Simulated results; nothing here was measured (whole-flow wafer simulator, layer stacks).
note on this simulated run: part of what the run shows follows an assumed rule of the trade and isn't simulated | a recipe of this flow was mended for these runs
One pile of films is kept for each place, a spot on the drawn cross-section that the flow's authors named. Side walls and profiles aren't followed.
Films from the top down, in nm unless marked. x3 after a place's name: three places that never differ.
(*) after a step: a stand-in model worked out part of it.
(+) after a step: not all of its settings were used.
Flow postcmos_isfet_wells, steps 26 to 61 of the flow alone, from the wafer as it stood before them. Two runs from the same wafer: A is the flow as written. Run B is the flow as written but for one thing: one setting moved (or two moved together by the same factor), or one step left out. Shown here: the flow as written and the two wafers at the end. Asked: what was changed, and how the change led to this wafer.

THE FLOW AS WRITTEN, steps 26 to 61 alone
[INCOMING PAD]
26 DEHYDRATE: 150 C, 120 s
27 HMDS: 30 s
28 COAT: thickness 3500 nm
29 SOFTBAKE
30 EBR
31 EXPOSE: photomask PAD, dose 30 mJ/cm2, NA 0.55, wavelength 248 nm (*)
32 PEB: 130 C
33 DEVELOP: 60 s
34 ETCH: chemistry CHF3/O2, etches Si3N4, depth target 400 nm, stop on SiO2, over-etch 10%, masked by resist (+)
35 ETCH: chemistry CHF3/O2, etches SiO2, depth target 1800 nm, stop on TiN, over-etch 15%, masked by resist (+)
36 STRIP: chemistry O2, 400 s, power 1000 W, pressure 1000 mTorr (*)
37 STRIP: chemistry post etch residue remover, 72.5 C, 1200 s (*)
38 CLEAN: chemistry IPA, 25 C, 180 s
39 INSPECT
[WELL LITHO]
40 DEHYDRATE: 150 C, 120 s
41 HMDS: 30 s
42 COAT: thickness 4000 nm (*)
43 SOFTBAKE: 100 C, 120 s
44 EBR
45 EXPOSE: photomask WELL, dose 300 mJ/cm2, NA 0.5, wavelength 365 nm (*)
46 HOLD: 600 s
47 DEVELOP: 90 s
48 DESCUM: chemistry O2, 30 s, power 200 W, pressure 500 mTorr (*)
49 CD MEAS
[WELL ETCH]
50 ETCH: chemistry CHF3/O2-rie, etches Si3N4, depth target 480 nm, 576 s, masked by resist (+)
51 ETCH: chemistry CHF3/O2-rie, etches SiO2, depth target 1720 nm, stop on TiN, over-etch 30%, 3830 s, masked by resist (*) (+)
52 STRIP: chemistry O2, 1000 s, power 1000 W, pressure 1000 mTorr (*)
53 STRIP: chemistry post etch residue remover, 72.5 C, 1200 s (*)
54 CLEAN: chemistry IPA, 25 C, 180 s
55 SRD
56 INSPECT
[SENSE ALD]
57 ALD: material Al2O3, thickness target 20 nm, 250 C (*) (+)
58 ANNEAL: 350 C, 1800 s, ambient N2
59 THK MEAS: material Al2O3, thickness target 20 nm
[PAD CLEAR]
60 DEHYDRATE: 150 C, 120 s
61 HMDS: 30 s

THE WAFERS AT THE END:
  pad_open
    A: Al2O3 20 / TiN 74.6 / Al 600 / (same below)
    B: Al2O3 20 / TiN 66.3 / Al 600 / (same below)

The cause: step 34, ETCH: depth target 580 nm was run, where the flow has depth target 400 nm.

How the change led to this, step by step:
  34 ETCH: chemistry CHF3/O2, etches Si3N4, depth target 400 nm, stop on SiO2, over-etch 10%, masked by resist (+)
      field, margin x2, well900 x4, pad_clr: A thick-KrF-resist -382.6 | B thick-KrF-resist -554.8
      pad_open: A Si3N4 -400 (all of it), SiO2 -20 | B Si3N4 -400 (all of it), SiO2 -119
  35 ETCH: chemistry CHF3/O2, etches SiO2, depth target 1800 nm, stop on TiN, over-etch 15%, masked by resist (+)
      field, margin x2, well900 x4, pad_clr: A thick-KrF-resist -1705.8 | B thick-KrF-resist -1611
      pad_open: A SiO2 -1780 (all of it), TiN -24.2 | B SiO2 -1681 (all of it), TiN -32.4
  36 STRIP: chemistry O2, 400 s, power 1000 W, pressure 1000 mTorr (*)
      field, margin x2, well900 x4, pad_clr: A thick-KrF-resist -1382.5 (all of it) | B thick-KrF-resist -1305.2 (all of it)
